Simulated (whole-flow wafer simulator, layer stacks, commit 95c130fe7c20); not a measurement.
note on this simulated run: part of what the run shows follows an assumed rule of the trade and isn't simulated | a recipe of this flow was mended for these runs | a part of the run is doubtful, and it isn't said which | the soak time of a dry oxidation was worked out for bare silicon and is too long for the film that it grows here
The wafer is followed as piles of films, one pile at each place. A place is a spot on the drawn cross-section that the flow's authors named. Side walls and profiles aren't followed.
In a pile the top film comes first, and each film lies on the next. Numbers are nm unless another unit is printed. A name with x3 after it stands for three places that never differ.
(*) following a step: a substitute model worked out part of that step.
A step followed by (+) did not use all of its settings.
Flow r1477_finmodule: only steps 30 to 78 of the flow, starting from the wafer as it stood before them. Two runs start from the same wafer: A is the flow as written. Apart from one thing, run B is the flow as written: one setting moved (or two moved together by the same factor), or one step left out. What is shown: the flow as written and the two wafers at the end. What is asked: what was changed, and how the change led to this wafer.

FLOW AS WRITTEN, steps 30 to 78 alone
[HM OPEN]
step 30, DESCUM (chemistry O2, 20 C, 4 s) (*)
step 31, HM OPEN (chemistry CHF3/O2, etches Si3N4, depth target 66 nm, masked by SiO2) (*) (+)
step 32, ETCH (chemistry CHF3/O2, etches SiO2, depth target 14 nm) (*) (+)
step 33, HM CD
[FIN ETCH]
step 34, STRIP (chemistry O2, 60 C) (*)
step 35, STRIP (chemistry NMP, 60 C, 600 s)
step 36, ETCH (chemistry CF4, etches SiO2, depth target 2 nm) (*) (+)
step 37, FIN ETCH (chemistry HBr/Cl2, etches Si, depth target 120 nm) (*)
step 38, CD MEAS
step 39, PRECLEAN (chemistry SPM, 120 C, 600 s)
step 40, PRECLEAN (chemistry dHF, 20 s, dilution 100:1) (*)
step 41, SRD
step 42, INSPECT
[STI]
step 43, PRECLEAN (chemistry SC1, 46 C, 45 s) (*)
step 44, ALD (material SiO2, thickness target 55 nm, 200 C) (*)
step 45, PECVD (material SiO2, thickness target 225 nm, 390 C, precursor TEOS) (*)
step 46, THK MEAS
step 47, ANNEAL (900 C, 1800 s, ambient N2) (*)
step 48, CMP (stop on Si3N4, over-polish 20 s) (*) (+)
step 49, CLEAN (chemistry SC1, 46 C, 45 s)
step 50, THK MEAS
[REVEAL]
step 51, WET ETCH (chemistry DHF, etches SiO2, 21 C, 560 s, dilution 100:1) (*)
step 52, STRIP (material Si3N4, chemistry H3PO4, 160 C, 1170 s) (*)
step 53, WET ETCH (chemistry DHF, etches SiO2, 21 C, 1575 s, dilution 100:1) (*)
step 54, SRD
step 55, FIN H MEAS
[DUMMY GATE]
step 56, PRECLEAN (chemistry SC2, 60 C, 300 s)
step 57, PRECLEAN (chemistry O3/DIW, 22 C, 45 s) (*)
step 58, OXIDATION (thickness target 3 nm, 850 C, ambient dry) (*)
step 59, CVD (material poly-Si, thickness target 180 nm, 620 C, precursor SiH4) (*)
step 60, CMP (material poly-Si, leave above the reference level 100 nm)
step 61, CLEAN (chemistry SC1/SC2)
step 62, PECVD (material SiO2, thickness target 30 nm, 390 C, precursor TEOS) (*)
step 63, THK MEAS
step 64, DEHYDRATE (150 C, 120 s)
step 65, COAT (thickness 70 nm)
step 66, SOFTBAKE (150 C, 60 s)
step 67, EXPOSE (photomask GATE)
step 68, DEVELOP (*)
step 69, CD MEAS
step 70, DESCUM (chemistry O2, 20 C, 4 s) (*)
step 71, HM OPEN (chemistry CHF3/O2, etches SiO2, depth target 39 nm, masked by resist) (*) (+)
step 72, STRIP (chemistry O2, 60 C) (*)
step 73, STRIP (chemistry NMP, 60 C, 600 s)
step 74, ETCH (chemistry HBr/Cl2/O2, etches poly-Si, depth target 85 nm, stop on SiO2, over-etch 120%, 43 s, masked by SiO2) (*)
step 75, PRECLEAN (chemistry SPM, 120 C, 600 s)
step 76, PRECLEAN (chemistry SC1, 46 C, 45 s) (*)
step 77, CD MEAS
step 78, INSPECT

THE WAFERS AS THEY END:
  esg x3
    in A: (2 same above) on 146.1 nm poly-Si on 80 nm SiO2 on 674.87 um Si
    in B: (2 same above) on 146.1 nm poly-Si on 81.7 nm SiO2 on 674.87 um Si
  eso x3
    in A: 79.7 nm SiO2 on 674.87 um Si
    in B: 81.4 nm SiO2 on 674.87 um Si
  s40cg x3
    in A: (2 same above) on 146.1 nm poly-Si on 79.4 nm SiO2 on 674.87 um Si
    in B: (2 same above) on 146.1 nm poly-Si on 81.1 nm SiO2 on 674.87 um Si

The reason: step 32, ETCH: depth target 22.4 nm was run, while the flow as written has depth target 14 nm.

The path from the change to this, step by step:
  step 32, ETCH (chemistry CHF3/O2, etches SiO2, depth target 14 nm) (*) (+)
      pad, padg, esg x3, e200sg, s40sg x3, eso x3, e200so, s40so x3: A -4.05 SiO2 (all of it), -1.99 Si | B -4.05 SiO2 (all of it), -3.67 Si
      elg x4, elo x4: A -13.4 e-beam-resist | B -21.5 e-beam-resist
      (and at 12 other places as well)
  step 34, STRIP (chemistry O2, 60 C) (*)
      elg x4, elo x4: A -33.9 e-beam-resist (all of it) | B -25.8 e-beam-resist (all of it)
  step 44, ALD (material SiO2, thickness target 55 nm, 200 C) (*)
      s40cg x3, s40co x3: A +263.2 SiO2 (new film) | B +256.5 SiO2 (new film)
      s40sg x3, s40so x3: A +263.8 SiO2 (new film) | B +257.1 SiO2 (new film)
  step 48, CMP (stop on Si3N4, over-polish 20 s) (*) (+)
      s40cg x3, s40sg x3, s40co x3, s40so x3: A -288.1 SiO2 | B -279.7 SiO2
      s40sg_line x3, s40so_line x3: A -287 SiO2 (all of it), -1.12 Si3N4 | B -278.6 SiO2 (all of it), -1.12 Si3N4
      (and at 2 other places as well)
